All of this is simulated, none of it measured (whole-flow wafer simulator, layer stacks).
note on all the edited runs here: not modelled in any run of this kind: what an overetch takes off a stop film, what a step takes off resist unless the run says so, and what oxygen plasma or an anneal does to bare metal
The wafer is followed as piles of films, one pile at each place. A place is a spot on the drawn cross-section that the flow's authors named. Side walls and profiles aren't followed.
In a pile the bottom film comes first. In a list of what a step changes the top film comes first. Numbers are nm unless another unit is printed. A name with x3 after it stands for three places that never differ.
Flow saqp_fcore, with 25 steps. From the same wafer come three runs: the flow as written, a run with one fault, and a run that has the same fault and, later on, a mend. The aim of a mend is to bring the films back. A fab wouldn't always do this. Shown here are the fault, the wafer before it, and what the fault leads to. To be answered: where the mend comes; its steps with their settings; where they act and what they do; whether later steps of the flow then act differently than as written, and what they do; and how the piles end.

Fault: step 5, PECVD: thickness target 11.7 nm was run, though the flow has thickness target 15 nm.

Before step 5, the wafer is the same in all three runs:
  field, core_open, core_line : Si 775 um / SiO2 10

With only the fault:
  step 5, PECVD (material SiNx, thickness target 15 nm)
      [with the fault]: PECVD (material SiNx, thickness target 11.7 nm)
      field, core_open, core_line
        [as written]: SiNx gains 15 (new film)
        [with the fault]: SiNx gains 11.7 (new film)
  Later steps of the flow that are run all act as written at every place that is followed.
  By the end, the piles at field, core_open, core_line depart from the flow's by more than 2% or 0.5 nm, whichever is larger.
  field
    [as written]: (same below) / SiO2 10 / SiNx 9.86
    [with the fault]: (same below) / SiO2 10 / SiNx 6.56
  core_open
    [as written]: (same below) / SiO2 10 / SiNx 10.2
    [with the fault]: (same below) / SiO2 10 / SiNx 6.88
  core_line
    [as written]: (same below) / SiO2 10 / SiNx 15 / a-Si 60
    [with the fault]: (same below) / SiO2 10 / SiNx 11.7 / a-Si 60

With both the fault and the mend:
  After step 5 comes the mend.
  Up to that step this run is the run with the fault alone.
  step 5a, ETCH (chemistry h3po4, depth target 13.45 nm)
      field, core_open, core_line
        SiNx loses 11.7 (all of it)
  step 5b, PECVD (material SiNx, thickness target 15 nm) (the flow's step 5, run once more)
      field, core_open, core_line
        SiNx gains 15 (new film)
  Later steps of the flow that are run all act as written at every place that is followed.
  The piles end the same as the flow's at every place that both follow.
